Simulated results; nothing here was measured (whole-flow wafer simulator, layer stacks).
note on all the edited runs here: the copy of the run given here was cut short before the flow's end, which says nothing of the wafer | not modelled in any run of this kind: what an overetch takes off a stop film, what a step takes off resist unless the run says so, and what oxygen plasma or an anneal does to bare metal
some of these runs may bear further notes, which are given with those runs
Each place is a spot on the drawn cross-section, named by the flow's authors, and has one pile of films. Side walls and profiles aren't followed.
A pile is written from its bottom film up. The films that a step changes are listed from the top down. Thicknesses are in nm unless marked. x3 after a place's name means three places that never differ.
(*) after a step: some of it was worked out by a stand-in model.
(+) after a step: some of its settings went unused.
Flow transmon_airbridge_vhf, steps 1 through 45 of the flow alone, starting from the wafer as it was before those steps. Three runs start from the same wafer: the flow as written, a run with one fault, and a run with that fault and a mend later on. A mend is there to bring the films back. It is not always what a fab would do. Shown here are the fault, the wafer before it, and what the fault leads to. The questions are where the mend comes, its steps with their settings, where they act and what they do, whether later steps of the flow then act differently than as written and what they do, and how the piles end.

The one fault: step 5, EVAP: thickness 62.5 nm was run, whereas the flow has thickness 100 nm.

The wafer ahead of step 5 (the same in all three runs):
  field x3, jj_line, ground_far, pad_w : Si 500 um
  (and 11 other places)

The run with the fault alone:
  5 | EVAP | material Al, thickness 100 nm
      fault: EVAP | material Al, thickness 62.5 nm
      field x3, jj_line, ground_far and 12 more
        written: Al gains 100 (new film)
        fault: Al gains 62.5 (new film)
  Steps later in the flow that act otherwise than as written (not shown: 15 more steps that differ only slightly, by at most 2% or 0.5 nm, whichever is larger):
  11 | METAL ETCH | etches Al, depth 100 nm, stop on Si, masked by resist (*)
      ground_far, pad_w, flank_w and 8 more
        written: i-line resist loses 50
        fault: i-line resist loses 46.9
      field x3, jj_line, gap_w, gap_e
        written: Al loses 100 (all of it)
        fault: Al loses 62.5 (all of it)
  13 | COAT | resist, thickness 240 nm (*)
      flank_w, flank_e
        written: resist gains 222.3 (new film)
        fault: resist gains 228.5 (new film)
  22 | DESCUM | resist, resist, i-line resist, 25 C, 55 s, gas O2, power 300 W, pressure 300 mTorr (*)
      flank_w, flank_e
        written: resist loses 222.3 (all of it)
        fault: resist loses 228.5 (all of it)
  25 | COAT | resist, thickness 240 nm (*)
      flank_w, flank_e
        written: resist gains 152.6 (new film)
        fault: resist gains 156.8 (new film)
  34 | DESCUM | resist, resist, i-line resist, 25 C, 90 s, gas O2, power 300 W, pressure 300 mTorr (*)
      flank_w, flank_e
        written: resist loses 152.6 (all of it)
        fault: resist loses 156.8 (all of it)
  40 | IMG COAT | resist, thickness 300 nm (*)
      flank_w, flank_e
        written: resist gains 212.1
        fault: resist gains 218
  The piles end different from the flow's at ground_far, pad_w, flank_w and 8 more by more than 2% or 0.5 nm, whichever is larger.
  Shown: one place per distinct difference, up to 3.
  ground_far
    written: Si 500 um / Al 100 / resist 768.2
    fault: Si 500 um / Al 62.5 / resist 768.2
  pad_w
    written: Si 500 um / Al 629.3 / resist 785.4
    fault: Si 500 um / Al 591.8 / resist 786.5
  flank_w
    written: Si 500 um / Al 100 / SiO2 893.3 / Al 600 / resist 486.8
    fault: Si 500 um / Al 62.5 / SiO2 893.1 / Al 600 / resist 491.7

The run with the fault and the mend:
  After step 10 comes the mend.
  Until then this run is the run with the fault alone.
  10a | STRIP | i-line resist, 80 C, 600 s (+)
      ground_far, pad_w, flank_w and 8 more
        i-line resist loses 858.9 (all of it)
  10b | EVAP | material Al, thickness 37.5 nm (the flow's step 5, run once more with other settings)
      field x3, jj_line, ground_far and 12 more
        Al gains 37.5
  10c | COAT | i-line resist, thickness 900 nm (the flow's step 6, run once more)
      field x3, jj_line, ground_far and 12 more
        i-line resist gains 900 (new film)
  10d | SOFTBAKE | i-line resist, 90 C, 90 s (the flow's step 7, run once more)
      leaves every film unchanged at each place that is followed
  10e | EXPOSE | i-line resist, thickness 900 nm, photomask AB CPW, dose 155.4 mJ/cm2, NA 0.45, wavelength 365 nm (*) (the flow's step 8, run once more)
      leaves every film unchanged at each place that is followed
  10f | PEB | i-line resist, 110 C, 60 s (the flow's step 9, run once more)
      field x3, jj_line, ground_far and 12 more
        i-line resist loses 41
  10g | DEVELOP | i-line resist, thickness 900 nm, developer developer-B, 60 s (the flow's step 10, run once more)
      ground_far, pad_w, flank_w and 8 more
        i-line resist loses 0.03
      field x3, jj_line, gap_w, gap_e
        i-line resist loses 859 (all of it)
  None of the later steps of the flow acts differently than as written at any place that is followed.
  The piles end the same as the flow's at every place that both follow.
